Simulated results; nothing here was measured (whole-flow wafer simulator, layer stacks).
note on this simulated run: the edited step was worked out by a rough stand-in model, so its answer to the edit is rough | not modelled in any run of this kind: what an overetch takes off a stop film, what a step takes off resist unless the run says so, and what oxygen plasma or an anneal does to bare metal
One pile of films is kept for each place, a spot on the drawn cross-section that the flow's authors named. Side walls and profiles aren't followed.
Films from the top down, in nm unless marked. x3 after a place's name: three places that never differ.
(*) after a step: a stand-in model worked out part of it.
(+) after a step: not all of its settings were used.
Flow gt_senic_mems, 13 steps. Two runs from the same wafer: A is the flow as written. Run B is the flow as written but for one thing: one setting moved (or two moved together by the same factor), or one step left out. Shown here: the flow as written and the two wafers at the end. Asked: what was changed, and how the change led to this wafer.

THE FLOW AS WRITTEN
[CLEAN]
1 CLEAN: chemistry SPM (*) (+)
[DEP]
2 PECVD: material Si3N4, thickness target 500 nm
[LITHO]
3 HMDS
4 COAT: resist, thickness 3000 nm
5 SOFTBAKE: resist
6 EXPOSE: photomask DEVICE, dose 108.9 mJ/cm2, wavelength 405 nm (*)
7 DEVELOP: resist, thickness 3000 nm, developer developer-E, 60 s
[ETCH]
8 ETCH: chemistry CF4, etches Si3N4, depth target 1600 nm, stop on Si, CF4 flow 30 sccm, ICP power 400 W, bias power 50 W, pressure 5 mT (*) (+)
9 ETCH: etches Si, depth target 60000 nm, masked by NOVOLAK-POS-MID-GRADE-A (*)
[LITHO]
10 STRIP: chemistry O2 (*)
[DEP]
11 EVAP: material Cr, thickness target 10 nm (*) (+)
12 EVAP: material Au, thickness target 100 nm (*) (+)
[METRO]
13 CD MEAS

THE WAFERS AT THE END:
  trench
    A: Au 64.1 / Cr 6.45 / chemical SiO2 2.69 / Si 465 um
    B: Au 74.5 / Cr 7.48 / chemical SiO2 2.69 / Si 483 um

The cause: step 9, ETCH: depth target 42000 nm was run, where the flow has depth target 60000 nm.

How the change led to this, step by step:
  9 ETCH: etches Si, depth target 60000 nm, masked by NOVOLAK-POS-MID-GRADE-A (*)
      field: A resist -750 | B resist -525
      trench: A Si -60 um | B Si -42 um
  10 STRIP: chemistry O2 (*)
      field: A resist -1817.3 (all of it) | B resist -2042.3 (all of it)
  11 EVAP: material Cr, thickness target 10 nm (*) (+)
      trench: A Cr +6.45 (new film) | B Cr +7.48 (new film)
  12 EVAP: material Au, thickness target 100 nm (*) (+)
      trench: A Au +64.1 (new film) | B Au +74.5 (new film)
